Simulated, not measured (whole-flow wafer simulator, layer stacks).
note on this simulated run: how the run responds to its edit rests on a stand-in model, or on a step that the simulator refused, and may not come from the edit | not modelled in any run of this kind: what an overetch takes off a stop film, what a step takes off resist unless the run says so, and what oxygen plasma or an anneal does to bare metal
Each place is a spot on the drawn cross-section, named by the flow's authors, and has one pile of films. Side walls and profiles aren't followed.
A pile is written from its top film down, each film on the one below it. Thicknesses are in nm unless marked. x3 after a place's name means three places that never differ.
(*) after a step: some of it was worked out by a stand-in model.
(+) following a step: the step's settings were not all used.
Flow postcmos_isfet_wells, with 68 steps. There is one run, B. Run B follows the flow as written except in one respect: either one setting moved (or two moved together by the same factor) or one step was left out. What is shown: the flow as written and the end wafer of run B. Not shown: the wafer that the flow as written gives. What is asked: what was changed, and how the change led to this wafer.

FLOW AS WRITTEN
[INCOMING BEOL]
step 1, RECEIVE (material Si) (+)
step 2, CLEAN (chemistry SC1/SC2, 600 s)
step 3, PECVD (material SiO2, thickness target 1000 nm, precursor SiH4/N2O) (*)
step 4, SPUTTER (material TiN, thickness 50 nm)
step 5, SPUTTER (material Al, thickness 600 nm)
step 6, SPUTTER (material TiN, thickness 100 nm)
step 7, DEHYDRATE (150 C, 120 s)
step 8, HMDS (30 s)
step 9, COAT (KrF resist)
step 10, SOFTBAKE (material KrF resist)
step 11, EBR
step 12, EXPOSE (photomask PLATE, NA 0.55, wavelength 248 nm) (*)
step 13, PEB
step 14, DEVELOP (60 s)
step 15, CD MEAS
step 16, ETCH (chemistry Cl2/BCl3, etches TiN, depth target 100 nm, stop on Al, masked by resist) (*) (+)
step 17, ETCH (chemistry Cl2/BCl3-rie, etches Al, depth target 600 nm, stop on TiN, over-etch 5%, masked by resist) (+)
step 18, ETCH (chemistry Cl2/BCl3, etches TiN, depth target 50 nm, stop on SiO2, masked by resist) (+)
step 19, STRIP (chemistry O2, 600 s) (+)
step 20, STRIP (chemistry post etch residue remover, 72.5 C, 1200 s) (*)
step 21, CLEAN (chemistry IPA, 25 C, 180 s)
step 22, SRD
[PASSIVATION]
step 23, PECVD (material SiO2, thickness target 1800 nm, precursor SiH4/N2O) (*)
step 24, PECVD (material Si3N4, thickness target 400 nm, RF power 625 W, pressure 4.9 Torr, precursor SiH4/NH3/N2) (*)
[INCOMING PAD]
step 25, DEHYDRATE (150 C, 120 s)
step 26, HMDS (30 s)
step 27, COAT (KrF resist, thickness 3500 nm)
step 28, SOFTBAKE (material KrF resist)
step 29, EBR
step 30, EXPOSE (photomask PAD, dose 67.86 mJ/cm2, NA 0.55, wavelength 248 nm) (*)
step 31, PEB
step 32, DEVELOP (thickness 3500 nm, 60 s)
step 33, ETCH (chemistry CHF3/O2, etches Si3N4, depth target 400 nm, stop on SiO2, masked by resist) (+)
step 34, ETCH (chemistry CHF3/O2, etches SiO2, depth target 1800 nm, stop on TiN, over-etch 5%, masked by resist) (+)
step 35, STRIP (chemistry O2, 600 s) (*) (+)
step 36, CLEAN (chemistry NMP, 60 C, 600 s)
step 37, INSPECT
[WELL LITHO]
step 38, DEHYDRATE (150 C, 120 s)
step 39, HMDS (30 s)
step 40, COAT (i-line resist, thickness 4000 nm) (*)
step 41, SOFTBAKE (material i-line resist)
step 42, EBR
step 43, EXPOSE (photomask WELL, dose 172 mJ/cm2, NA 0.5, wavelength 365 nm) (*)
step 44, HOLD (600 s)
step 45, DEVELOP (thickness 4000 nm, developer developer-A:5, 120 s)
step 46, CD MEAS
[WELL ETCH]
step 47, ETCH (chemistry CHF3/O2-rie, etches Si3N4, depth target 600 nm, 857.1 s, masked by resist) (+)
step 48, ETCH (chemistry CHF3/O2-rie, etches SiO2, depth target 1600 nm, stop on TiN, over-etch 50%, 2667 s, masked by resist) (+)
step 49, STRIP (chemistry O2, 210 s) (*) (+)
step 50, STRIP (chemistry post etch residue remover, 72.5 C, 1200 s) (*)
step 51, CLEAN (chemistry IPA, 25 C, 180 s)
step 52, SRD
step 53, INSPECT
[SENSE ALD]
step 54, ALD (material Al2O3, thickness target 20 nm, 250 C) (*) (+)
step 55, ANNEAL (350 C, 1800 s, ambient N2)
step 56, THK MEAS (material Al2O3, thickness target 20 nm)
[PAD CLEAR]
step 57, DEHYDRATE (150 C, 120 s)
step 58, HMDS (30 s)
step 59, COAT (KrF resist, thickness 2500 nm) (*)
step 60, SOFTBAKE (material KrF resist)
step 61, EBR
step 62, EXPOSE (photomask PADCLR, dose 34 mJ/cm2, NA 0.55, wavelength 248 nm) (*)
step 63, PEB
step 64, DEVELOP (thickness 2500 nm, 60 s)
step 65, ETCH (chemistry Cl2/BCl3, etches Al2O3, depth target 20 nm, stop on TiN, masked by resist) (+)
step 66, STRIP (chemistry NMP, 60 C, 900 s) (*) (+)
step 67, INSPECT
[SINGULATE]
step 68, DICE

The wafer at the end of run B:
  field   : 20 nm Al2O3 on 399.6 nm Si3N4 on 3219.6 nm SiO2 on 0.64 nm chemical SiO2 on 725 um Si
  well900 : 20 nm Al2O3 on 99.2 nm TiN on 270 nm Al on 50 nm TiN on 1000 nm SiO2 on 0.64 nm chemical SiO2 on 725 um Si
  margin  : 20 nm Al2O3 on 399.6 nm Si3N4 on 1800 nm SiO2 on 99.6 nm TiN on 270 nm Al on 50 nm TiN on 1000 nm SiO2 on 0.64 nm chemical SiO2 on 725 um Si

The reason: step 5, SPUTTER: thickness 270 nm was run, whereas the flow has thickness 600 nm.
One can read it off the wafer: well900 has Al 270, and step 5 as written asks for 600 nm.

Step by step, how the change led to this:
  step 5, SPUTTER (material Al, thickness 600 nm)
      field, margin, well900, well1300 x3, pad_rim, pad_clr, pad_open: +270 Al (new film) (it would be, as written: +600 Al (new film))
  step 17, ETCH (chemistry Cl2/BCl3-rie, etches Al, depth target 600 nm, stop on TiN, over-etch 5%, masked by resist) (+)
      margin, well900, well1300 x3, pad_rim, pad_clr, pad_open: -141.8 KrF resist (it would be, as written: -300 KrF resist)
      field: -270 Al (all of it) (it would be, as written: -600 Al (all of it))
  step 19, STRIP (chemistry O2, 600 s) (+)
      margin, well900, well1300 x3, pad_rim, pad_clr, pad_open: -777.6 KrF resist (all of it) (it would be, as written: -619.4 KrF resist (all of it))
  step 23, PECVD (material SiO2, thickness target 1800 nm, precursor SiH4/N2O) (*)
      field: +2219.6 SiO2 (it would be, as written: +1800 SiO2 (new film), +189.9 void (new film), +559.7 SiO2)
